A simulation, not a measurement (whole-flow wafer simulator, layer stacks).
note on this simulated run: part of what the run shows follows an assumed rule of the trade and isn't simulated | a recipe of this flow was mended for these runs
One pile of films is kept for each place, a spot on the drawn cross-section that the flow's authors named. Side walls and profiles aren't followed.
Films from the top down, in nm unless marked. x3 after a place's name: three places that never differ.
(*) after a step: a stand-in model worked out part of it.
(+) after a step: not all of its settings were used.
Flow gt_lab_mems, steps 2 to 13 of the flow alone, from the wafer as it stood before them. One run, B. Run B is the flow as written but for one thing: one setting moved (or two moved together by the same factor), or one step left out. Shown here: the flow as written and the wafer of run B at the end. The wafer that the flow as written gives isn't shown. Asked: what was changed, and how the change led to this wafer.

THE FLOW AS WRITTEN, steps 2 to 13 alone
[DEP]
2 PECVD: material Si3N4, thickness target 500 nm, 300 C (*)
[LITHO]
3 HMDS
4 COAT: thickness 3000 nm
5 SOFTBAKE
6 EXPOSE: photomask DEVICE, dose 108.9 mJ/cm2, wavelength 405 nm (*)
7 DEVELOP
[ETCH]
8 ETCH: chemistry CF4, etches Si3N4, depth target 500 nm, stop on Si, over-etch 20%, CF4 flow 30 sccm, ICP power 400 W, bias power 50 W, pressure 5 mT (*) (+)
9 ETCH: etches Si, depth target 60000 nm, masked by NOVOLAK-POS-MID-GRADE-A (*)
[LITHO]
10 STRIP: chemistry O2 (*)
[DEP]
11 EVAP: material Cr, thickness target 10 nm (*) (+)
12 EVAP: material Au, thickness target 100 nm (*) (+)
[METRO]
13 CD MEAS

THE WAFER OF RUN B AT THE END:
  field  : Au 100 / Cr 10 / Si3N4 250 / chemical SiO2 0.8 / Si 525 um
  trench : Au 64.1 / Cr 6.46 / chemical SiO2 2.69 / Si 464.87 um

The cause: step 2, PECVD: thickness target 250 nm was run, where the flow has thickness target 500 nm.
It can be read off the wafer: field has Si3N4 250, and step 2 as written asks for 500 nm.

How the change led to this, step by step:
  2 PECVD: material Si3N4, thickness target 500 nm, 300 C (*)
      field, trench: Si3N4 +250 (new film) (as written it would be: Si3N4 +500 (new film))
  8 ETCH: chemistry CF4, etches Si3N4, depth target 500 nm, stop on Si, over-etch 20%, CF4 flow 30 sccm, ICP power 400 W, bias power 50 W, pressure 5 mT (*) (+)
      field: g/i-line-resist -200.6 (as written it would be: g/i-line-resist -400)
      trench: Si3N4 -250 (all of it), chemical SiO2 -0.8 (all of it), Si -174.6 (as written it would be: Si3N4 -500 (all of it), chemical SiO2 -0.8 (all of it), Si -49.6)
  10 STRIP: chemistry O2 (*)
      field: g/i-line-resist -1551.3 (all of it) (as written it would be: g/i-line-resist -1352 (all of it))
